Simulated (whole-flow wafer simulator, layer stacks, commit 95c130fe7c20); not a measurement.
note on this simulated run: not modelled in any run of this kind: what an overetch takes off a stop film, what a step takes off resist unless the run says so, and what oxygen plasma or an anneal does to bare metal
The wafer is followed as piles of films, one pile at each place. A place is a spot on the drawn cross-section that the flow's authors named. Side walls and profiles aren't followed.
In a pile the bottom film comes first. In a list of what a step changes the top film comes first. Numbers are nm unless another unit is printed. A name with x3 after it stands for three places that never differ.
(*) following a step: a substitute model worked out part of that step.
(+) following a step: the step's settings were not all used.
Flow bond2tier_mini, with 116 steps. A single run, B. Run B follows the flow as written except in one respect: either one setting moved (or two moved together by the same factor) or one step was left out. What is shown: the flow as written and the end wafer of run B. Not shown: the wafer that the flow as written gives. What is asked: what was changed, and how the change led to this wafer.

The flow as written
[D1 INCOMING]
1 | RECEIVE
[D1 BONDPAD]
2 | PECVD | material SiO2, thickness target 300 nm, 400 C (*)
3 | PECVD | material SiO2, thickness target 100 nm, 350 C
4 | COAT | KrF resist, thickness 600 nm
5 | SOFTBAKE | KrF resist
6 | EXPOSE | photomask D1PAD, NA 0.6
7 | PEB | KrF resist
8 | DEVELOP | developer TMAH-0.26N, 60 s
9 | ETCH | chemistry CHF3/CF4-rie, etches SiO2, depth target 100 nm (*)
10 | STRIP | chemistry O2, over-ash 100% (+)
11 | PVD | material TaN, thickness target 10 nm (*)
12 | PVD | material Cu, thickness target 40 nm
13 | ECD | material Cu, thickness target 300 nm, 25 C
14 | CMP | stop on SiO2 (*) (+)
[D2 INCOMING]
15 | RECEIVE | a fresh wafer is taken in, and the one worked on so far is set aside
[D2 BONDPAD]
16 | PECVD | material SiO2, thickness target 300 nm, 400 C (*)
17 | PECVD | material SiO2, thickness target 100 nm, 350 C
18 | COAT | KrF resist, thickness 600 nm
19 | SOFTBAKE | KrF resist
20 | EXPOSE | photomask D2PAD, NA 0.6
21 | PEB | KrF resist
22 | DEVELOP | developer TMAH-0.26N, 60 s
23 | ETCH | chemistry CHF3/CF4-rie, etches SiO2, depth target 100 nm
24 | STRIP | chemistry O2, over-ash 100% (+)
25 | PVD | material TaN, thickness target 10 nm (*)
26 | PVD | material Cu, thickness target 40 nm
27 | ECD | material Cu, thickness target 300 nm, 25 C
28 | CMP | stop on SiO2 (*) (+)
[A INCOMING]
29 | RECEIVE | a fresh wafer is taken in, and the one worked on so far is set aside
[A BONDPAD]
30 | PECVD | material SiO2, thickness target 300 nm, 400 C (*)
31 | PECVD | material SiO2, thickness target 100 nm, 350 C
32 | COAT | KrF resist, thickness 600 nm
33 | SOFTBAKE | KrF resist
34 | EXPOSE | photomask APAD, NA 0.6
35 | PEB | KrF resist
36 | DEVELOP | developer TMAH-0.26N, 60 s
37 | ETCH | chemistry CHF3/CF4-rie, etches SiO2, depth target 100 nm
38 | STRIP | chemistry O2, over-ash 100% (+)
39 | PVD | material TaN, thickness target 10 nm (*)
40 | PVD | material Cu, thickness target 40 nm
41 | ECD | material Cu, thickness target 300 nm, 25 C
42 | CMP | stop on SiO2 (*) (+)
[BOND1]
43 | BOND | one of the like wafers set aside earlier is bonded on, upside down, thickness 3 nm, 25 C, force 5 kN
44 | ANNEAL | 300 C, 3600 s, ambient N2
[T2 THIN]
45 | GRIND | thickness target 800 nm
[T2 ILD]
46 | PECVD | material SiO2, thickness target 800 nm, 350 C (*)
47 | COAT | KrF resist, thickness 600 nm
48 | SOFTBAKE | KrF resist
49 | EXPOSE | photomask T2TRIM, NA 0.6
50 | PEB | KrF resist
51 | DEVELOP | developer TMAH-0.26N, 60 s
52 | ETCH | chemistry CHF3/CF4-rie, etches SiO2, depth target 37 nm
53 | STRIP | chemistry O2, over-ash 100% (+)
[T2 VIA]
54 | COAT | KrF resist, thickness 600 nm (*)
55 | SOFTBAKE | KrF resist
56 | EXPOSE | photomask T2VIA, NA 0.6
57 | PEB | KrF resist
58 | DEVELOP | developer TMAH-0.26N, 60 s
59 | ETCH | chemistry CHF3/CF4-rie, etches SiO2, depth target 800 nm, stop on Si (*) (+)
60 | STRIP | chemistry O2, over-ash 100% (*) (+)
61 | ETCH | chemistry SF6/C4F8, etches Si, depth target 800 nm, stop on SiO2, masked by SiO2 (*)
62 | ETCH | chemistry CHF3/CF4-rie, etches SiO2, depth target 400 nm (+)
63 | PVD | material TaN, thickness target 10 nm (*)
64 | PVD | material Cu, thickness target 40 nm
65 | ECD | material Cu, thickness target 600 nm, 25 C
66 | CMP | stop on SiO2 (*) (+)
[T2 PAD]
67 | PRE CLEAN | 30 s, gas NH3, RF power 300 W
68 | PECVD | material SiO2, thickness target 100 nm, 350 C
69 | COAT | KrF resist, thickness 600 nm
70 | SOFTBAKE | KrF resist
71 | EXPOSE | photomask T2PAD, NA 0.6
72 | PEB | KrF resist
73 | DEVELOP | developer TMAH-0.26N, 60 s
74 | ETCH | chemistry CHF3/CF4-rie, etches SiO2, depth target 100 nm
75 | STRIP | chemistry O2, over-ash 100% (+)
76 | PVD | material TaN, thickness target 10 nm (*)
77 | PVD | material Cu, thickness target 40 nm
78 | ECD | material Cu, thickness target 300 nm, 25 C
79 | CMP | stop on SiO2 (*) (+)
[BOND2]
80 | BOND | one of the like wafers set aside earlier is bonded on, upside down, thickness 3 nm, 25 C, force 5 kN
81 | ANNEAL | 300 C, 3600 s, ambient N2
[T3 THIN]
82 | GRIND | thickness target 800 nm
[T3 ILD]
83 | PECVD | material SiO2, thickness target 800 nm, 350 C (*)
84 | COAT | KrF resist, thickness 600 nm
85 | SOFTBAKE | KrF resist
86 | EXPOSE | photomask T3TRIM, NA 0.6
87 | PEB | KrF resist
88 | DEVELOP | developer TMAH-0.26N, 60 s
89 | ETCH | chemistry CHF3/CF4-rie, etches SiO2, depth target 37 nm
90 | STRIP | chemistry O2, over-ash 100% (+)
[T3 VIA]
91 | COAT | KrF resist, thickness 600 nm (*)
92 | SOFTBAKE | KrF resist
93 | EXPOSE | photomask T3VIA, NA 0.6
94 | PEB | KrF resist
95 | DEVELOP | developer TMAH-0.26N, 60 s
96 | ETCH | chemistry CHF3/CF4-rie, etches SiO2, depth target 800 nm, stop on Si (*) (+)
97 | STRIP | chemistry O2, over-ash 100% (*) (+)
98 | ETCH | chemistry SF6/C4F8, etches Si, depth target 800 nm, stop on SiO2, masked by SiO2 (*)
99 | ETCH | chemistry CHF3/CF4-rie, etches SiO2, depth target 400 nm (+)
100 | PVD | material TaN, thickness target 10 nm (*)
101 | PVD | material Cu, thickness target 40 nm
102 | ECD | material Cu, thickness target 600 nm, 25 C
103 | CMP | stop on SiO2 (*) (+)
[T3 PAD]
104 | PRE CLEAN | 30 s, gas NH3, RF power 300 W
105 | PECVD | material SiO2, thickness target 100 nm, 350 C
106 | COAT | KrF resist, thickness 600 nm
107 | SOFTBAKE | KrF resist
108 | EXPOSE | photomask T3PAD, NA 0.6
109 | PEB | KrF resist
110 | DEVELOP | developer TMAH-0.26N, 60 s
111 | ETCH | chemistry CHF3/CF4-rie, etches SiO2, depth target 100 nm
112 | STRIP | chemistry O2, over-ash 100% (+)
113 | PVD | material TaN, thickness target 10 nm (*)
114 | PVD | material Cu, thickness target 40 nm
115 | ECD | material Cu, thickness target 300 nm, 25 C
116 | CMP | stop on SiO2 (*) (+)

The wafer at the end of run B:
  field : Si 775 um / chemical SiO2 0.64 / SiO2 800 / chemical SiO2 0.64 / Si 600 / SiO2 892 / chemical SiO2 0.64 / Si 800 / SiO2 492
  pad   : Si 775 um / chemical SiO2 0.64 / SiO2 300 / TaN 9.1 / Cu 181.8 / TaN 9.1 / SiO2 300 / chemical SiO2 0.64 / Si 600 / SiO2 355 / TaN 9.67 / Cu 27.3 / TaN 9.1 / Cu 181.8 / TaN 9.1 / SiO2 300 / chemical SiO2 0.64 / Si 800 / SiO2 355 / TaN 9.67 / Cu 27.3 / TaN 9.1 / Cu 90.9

Cause: step 45, GRIND: thickness target 600 nm was run, whereas the flow has thickness target 800 nm.
The wafer itself shows it: field has Si 600, and step 45 as written asks for 800 nm.

Step by step, how the change led to this:
  45 | GRIND | thickness target 800 nm
      field, pad, via: -774.4 um Si (in the flow as written it would be: -774.2 um Si)
